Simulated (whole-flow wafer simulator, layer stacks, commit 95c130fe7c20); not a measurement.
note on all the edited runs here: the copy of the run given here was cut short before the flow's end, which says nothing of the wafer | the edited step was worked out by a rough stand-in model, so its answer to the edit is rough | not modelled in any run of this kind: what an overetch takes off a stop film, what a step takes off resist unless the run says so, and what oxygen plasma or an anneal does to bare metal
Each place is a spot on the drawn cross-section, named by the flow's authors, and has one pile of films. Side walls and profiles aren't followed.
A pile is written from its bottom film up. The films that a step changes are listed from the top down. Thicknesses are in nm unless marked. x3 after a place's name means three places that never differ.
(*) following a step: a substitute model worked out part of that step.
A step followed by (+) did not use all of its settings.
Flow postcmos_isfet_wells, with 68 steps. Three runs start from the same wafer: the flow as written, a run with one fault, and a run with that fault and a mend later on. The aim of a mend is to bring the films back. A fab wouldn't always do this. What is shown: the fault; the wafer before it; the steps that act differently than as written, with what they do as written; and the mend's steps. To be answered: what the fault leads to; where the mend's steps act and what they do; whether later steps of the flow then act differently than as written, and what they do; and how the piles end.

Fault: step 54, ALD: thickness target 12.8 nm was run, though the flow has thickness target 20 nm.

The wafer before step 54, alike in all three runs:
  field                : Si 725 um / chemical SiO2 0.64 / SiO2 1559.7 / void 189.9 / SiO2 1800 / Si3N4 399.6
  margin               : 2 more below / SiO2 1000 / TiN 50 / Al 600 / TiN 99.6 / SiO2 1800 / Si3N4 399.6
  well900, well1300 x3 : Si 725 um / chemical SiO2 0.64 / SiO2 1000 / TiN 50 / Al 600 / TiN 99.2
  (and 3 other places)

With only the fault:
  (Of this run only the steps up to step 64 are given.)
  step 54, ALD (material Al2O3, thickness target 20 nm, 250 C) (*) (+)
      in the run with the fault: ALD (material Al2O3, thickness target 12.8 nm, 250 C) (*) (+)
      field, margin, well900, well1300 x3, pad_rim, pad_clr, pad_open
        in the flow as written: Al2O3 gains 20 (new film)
        in the run with the fault: Al2O3 gains 12.8 (new film)
  None of the later steps of the flow up to step 64 differs from how it acts as written, at any place that is followed, by more than 2% or 0.5 nm, whichever is larger.
  After step 64, at field, margin, pad_rim, pad_clr, pad_open, the piles differ from the flow's by more than 2% or 0.5 nm, whichever is larger.
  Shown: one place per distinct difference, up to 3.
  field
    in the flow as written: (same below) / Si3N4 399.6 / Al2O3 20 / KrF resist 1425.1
    in the run with the fault: (same below) / Si3N4 399.6 / Al2O3 12.8 / KrF resist 1407.2
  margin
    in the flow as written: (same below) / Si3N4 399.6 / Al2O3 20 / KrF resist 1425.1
    in the run with the fault: (same below) / Si3N4 399.6 / Al2O3 12.8 / KrF resist 1407.1
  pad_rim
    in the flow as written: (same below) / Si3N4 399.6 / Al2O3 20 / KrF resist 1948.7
    in the run with the fault: (same below) / Si3N4 399.6 / Al2O3 12.8 / KrF resist 1948.1

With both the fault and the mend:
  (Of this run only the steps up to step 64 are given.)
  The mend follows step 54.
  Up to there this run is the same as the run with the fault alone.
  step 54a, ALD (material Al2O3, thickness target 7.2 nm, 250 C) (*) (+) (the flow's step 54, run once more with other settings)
      field, margin, well900, well1300 x3, pad_rim, pad_clr, pad_open
        Al2O3 gains 7.2
  None of the later steps of the flow up to step 64 acts differently than as written at any place that is followed.
  The piles after step 64 are the same as the flow's at every place that both follow.
